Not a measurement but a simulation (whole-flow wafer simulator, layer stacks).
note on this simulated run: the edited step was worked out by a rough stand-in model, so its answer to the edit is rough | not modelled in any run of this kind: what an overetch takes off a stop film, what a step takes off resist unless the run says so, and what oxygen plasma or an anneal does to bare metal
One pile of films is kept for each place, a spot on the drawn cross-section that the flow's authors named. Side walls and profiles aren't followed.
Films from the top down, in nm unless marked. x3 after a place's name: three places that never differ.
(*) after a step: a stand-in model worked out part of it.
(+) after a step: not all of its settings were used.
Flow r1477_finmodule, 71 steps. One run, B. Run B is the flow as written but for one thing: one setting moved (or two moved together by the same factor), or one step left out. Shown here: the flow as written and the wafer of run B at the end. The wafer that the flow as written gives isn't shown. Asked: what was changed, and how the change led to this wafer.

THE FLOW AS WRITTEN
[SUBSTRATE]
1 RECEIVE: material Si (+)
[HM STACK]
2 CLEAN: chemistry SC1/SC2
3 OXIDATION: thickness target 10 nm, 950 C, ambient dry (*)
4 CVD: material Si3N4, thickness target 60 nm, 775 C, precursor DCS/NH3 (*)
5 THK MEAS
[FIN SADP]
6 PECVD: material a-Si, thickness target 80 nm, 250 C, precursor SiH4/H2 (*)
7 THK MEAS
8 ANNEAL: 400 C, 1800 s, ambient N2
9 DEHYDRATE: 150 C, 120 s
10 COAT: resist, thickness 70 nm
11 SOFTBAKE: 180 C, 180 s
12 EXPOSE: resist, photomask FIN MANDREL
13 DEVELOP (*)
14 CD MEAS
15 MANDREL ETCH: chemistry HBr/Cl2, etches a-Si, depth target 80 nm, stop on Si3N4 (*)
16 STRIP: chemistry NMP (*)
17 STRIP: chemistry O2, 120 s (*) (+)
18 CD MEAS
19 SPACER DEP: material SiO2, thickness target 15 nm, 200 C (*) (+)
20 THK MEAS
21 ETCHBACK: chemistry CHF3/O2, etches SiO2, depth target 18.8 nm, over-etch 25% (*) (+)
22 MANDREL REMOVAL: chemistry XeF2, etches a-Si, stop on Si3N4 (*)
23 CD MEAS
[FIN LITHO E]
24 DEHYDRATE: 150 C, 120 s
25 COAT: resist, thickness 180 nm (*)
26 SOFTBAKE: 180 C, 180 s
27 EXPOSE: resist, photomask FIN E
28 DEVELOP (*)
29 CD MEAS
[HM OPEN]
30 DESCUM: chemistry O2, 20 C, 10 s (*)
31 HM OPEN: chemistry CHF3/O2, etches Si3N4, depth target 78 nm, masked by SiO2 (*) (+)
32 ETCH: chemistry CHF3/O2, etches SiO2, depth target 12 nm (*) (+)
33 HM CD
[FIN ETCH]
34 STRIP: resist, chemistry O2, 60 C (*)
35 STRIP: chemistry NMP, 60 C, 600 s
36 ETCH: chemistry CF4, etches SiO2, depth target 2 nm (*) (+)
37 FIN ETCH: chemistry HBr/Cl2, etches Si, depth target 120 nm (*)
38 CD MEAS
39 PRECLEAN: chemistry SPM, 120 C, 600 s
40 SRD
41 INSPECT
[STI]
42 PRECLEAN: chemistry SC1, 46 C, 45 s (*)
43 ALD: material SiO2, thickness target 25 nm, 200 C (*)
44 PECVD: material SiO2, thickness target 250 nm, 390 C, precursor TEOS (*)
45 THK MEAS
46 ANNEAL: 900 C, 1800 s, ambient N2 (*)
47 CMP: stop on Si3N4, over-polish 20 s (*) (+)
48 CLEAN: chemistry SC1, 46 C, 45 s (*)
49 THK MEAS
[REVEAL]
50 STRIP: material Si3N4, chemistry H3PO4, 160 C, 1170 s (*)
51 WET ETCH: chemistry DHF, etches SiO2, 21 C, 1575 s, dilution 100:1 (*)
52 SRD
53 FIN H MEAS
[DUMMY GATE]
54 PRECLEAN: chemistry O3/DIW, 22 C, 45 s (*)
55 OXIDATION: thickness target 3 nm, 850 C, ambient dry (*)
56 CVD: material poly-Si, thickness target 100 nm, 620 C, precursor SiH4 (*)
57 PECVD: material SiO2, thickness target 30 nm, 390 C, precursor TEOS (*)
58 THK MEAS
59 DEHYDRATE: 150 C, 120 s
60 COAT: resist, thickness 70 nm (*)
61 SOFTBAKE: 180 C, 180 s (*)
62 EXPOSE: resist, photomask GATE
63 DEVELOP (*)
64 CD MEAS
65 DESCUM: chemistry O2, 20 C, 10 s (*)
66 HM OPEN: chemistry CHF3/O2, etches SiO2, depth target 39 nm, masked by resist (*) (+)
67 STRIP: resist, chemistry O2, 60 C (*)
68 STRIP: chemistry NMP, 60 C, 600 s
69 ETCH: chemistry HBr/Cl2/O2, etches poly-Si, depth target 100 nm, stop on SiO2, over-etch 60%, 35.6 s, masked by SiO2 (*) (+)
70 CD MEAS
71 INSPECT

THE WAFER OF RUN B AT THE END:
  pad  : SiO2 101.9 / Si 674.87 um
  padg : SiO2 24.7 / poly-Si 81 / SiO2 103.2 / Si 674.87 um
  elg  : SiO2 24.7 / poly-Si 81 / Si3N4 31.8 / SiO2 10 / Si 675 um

The cause: step 56, CVD: thickness target 81 nm was run, where the flow has thickness target 100 nm.
It can be read off the wafer: padg has poly-Si 81, and step 56 as written asks for 100 nm.

How the change led to this, step by step:
  56 CVD: material poly-Si, thickness target 100 nm, 620 C, precursor SiH4 (*)
      pad, padg, elg and 26 more: poly-Si +81 (new film) (as written it would be: poly-Si +100 (new film))
      s40cg, s40co: poly-Si +94.4 (new film) (as written it would be: poly-Si +113.9 (new film))
      (and at 5 more places)
  67 STRIP: resist, chemistry O2, 60 C (*)
      s50cg: resist -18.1 (all of it) (as written it would be: resist -17.4 (all of it))
  69 ETCH: chemistry HBr/Cl2/O2, etches poly-Si, depth target 100 nm, stop on SiO2, over-etch 60%, 35.6 s, masked by SiO2 (*) (+)
      pad, eso, e40so and 8 more: chemical SiO2 -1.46 (all of it), poly-Si -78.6 (all of it), SiO2 -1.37 (as written it would be: chemical SiO2 -1.46 (all of it), poly-Si -97.6 (all of it), SiO2 -0.42)
      elo, e40lo, e100lo, e200lo: chemical SiO2 -1.46 (all of it), poly-Si -78.6 (all of it), Si3N4 -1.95 (as written it would be: chemical SiO2 -1.46 (all of it), poly-Si -97.6 (all of it), Si3N4 -0.22)
      (and at 3 more places)
